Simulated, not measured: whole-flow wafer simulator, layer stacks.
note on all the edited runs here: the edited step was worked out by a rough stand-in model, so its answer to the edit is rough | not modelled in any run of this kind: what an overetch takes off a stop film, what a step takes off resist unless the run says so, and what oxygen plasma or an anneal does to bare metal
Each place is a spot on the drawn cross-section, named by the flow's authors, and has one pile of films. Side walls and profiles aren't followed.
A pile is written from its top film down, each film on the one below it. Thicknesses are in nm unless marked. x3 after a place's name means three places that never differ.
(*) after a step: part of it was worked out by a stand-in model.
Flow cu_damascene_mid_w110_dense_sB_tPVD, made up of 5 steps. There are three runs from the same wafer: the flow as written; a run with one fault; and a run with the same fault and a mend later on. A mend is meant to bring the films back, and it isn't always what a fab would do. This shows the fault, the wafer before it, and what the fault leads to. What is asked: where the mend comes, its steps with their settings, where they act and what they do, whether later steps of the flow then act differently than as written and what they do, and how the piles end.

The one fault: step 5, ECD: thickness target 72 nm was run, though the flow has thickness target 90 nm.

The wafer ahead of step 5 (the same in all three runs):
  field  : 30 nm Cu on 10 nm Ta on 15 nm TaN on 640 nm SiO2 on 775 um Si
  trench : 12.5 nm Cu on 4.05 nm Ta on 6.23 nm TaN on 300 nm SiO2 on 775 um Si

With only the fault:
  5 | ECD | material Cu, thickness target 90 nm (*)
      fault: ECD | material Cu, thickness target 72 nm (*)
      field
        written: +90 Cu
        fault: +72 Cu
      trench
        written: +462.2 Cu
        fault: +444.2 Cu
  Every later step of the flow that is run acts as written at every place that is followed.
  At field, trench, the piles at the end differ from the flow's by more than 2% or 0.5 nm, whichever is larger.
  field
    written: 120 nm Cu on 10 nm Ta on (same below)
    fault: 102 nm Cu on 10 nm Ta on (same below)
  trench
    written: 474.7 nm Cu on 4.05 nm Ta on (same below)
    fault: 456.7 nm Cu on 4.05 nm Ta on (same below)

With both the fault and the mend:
  The mend stands after step 5.
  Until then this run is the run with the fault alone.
  5a | ECD | material Cu, thickness target 18 nm (the flow's step 5 again, with other settings)
      field, trench
        +18 Cu
  Every later step of the flow that is run acts as written at every place that is followed.
  At every place that both follow, the piles at the end match the flow's.
